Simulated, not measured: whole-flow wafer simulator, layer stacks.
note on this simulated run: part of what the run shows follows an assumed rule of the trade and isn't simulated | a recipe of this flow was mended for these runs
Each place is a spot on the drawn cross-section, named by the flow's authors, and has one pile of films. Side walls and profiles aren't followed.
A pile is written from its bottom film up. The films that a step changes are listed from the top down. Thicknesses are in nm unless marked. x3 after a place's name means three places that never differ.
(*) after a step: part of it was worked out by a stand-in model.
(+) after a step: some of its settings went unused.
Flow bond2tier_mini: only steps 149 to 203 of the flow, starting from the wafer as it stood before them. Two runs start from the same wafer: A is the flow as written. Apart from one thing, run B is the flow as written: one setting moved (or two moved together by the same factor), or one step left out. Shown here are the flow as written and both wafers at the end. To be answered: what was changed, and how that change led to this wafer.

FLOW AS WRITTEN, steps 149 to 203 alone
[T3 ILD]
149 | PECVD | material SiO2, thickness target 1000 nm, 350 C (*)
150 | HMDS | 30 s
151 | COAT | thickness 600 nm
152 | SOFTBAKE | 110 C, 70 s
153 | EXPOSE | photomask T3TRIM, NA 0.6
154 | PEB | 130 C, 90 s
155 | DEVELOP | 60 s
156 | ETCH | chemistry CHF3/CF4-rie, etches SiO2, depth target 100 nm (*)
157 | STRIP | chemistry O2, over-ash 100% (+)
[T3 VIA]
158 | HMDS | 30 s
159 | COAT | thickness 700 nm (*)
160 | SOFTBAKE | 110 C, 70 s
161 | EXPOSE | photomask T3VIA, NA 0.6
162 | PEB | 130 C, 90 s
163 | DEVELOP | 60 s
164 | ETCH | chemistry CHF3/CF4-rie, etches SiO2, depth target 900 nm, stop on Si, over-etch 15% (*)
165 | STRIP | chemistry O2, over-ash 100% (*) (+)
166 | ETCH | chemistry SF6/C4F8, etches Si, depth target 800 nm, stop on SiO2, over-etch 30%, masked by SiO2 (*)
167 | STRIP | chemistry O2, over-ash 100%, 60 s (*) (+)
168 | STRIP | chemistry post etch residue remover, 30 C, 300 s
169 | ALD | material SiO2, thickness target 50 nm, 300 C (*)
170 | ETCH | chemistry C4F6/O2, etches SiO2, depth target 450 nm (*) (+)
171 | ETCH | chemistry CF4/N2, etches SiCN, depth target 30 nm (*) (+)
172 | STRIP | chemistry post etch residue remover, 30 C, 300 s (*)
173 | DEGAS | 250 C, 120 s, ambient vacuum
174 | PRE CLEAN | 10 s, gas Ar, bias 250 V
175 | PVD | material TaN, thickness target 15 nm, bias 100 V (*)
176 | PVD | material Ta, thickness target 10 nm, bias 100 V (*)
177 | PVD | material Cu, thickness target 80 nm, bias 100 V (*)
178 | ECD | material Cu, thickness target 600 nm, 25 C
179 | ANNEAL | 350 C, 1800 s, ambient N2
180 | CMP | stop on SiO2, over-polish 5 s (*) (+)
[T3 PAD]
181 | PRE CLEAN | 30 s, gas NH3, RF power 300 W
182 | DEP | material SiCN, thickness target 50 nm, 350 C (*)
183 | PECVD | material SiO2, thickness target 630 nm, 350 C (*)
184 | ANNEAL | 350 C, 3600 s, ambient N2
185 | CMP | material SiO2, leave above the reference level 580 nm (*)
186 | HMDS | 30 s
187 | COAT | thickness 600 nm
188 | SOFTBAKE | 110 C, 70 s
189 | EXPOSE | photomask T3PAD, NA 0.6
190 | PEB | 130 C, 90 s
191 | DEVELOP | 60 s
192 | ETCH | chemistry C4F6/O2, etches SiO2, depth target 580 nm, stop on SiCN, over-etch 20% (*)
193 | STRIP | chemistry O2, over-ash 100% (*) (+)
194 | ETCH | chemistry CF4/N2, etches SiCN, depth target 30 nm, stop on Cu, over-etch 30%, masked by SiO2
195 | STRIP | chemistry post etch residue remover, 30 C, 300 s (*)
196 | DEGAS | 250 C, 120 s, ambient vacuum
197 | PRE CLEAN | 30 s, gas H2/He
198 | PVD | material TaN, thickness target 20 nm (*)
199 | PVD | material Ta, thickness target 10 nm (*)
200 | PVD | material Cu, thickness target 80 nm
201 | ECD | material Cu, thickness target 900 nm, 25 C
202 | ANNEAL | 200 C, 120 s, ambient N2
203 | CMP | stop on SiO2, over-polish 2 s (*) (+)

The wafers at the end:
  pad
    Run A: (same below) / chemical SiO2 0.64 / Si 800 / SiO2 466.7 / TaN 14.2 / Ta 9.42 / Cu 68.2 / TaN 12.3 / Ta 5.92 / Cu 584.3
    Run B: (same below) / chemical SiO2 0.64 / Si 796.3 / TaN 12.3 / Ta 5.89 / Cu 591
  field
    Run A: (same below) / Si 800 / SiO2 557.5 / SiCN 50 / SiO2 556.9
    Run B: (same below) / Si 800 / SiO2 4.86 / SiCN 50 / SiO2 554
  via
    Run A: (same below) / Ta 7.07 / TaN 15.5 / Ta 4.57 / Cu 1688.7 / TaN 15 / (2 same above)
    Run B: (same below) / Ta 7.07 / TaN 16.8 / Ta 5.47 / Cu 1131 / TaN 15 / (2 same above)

Cause: step 149, PECVD: thickness target 437.5 nm was run, though the flow has thickness target 1000 nm.

The path from the change to this, step by step:
  149 | PECVD | material SiO2, thickness target 1000 nm, 350 C (*)
      field, pad, via: A SiO2 gains 1000 (new film) | B SiO2 gains 437.5 (new film)
  164 | ETCH | chemistry CHF3/CF4-rie, etches SiO2, depth target 900 nm, stop on Si, over-etch 15% (*)
      field, pad: A thick-KrF-resist loses 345 | B thick-KrF-resist loses 129.4
      via: A SiO2 loses 900 (all of it), Si loses 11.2 | B SiO2 loses 337.5 (all of it), Si loses 58.1
  165 | STRIP | chemistry O2, over-ash 100% (*) (+)
      field: A thick-KrF-resist loses 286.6 (all of it) | B thick-KrF-resist loses 502.2 (all of it)
      pad: A thick-KrF-resist loses 372.9 (all of it) | B thick-KrF-resist loses 588.6 (all of it)
  166 | ETCH | chemistry SF6/C4F8, etches Si, depth target 800 nm, stop on SiO2, over-etch 30%, masked by SiO2 (*)
      field, pad: A SiO2 loses 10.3 | B SiO2 loses 9.64
      via: A Si loses 788.8 (all of it), chemical SiO2 loses 0.64 (all of it), SiO2 loses 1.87 | B Si loses 741.9 (all of it), chemical SiO2 loses 0.64 (all of it), SiO2 loses 2.34
  170 | ETCH | chemistry C4F6/O2, etches SiO2, depth target 450 nm (*) (+)
      pad: A SiO2 loses 450 | B SiO2 loses 377.9 (all of it), Si loses 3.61
  171 | ETCH | chemistry CF4/N2, etches SiCN, depth target 30 nm (*) (+)
      pad: A SiO2 loses 20 | B nothing
  174 | PRE CLEAN | 10 s, gas Ar, bias 250 V
      pad: A SiO2 loses 3 | B nothing
  175 | PVD | material TaN, thickness target 15 nm, bias 100 V (*)
      pad: A TaN gains 14.2 (new film) | B TaN gains 15 (new film)
      via: A TaN gains 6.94 | B TaN gains 8.27
  176 | PVD | material Ta, thickness target 10 nm, bias 100 V (*)
      pad: A Ta gains 9.42 (new film) | B Ta gains 10 (new film)
      via: A Ta gains 4.57 (new film) | B Ta gains 5.47 (new film)
  177 | PVD | material Cu, thickness target 80 nm, bias 100 V (*)
      pad: A Cu gains 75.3 (new film) | B Cu gains 80 (new film)
      via: A Cu gains 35 (new film) | B Cu gains 42.6 (new film)
  178 | ECD | material Cu, thickness target 600 nm, 25 C
      pad: A Cu gains 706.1 | B Cu gains 608.5
      via: A Cu gains 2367 | B Cu gains 1795.3
  180 | CMP | stop on SiO2, over-polish 5 s (*) (+)
      field: A Cu loses 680 (all of it), Ta loses 10 (all of it), TaN loses 15 (all of it), SiO2 loses 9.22 | B Cu loses 680 (all of it), Ta loses 10 (all of it), TaN loses 15 (all of it)
      pad: A Cu loses 711.3 | B Cu loses 688.5 (all of it), Ta loses 10 (all of it), TaN loses 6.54
  185 | CMP | material SiO2, leave above the reference level 580 nm (*)
      field: A SiO2 loses 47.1 | B SiO2 loses 50
  194 | ETCH | chemistry CF4/N2, etches SiCN, depth target 30 nm, stop on Cu, over-etch 30%, masked by SiO2
      pad: A SiCN loses 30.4 (all of it), Cu loses 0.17 | B SiCN loses 30.4 (all of it), TaN loses 8.46 (all of it), Si loses 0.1
  195 | STRIP | chemistry post etch residue remover, 30 C, 300 s (*)
      pad: A Cu loses 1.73 | B nothing
